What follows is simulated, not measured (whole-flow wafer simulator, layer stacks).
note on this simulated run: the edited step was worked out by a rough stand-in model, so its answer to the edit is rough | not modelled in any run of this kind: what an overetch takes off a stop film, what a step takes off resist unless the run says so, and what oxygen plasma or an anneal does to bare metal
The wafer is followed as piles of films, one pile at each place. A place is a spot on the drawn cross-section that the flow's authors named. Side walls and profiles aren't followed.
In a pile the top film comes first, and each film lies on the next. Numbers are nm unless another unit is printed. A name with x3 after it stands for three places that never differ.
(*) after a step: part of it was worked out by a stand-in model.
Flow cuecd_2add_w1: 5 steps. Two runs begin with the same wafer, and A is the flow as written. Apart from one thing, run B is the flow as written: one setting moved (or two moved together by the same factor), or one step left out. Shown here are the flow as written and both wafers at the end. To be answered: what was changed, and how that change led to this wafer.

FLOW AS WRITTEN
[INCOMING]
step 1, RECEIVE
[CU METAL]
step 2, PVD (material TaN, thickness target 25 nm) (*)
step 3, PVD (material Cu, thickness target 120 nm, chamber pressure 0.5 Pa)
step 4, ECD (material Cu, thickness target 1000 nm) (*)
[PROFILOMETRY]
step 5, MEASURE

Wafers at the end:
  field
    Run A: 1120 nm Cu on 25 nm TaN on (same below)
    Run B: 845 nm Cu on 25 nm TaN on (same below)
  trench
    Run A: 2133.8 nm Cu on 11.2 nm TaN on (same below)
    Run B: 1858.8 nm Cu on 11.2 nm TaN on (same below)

The reason: step 4, ECD: thickness target 725 nm was run, while the flow as written has thickness target 1000 nm.

How this came from the change, step by step:
  step 4, ECD (material Cu, thickness target 1000 nm) (*)
      field: A Cu gains 1000 | B Cu gains 725
      trench: A Cu gains 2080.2 | B Cu gains 1805.2
